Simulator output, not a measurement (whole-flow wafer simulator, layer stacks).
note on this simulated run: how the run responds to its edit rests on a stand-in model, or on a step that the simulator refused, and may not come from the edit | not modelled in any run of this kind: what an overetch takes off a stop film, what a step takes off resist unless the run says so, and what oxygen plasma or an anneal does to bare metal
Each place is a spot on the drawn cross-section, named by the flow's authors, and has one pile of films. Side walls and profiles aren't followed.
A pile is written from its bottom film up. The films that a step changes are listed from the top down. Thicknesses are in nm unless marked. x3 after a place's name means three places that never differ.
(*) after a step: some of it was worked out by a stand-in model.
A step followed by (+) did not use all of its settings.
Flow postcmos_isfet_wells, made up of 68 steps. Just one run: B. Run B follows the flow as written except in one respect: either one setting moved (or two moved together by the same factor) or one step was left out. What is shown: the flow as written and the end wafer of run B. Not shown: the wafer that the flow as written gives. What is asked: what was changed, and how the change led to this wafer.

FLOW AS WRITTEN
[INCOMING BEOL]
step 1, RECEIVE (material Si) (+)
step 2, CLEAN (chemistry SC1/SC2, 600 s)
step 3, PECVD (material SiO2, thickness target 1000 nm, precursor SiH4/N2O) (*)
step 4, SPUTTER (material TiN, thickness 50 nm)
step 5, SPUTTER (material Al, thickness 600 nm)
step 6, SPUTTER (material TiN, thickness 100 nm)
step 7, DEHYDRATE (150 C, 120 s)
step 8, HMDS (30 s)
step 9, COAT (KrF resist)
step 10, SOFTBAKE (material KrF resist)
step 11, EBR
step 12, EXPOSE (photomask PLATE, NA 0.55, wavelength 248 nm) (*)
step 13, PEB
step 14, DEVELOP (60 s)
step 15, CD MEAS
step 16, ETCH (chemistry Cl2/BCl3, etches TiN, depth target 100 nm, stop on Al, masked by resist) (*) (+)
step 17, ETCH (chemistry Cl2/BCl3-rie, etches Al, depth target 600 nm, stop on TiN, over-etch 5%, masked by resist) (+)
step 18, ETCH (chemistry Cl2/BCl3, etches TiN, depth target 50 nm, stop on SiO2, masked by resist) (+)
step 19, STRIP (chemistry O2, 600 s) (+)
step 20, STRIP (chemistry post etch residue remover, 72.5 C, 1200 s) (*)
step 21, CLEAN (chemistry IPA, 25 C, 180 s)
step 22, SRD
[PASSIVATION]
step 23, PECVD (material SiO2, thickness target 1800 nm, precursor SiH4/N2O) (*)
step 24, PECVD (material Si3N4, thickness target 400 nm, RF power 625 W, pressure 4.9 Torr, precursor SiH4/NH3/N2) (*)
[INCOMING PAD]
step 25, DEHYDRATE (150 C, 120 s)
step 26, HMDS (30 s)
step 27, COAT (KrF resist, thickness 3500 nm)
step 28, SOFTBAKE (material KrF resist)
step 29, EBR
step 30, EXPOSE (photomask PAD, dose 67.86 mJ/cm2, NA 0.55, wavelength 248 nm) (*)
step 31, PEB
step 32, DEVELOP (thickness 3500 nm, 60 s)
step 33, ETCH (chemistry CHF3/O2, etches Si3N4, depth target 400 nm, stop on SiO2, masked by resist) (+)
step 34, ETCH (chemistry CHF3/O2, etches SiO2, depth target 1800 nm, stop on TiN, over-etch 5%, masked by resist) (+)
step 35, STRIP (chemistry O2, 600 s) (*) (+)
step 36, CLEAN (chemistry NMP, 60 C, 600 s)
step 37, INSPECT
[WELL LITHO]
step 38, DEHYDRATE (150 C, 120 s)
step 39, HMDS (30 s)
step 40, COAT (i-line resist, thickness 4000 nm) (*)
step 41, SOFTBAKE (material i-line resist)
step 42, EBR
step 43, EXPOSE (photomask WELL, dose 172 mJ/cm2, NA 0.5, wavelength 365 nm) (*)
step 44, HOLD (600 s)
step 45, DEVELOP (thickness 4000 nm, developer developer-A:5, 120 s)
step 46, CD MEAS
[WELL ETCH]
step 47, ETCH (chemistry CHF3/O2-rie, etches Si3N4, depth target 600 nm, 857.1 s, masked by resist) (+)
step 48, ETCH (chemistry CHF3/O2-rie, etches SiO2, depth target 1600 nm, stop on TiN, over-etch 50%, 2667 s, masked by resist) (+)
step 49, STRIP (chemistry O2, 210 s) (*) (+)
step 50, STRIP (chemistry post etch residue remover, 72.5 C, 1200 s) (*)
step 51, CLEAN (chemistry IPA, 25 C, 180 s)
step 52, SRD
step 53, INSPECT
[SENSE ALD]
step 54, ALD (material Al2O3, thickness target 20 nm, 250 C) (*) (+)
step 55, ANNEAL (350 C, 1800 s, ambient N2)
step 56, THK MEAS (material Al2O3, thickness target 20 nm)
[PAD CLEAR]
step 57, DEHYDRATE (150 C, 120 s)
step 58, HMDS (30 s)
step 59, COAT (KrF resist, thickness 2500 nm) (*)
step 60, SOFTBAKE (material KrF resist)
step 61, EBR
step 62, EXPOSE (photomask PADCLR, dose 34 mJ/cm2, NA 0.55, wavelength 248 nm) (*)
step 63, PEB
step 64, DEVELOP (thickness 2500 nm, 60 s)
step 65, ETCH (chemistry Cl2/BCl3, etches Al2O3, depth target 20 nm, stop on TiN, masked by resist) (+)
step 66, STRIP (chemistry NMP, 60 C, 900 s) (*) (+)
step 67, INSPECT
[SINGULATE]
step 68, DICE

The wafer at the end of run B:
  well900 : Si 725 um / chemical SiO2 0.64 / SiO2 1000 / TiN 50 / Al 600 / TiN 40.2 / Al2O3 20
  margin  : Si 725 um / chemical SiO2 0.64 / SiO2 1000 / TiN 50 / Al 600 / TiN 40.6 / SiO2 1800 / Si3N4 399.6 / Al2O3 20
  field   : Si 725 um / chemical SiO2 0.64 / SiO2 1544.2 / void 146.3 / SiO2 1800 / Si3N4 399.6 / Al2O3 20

Cause: step 6, SPUTTER: thickness 41 nm was run, though the flow has thickness 100 nm.

Step by step, how the change led to this:
  step 6, SPUTTER (material TiN, thickness 100 nm)
      field, margin, well900, well1300 x3, pad_rim, pad_clr, pad_open: TiN gains 41 (new film) (as written it would have been: TiN gains 100 (new film))
  step 16, ETCH (chemistry Cl2/BCl3, etches TiN, depth target 100 nm, stop on Al, masked by resist) (*) (+)
      margin, well900, well1300 x3, pad_rim, pad_clr, pad_open: KrF resist loses 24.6 (as written it would have been: KrF resist loses 40)
      field: TiN loses 41 (all of it) (as written it would have been: TiN loses 100 (all of it))
  step 19, STRIP (chemistry O2, 600 s) (+)
      margin, well900, well1300 x3, pad_rim, pad_clr, pad_open: KrF resist loses 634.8 (all of it) (as written it would have been: KrF resist loses 619.4 (all of it))
  step 23, PECVD (material SiO2, thickness target 1800 nm, precursor SiH4/N2O) (*)
      field: SiO2 gains 1800 (new film), void gains 146.3 (new film), SiO2 gains 544.2 (as written it would have been: SiO2 gains 1800 (new film), void gains 189.9 (new film), SiO2 gains 559.7)
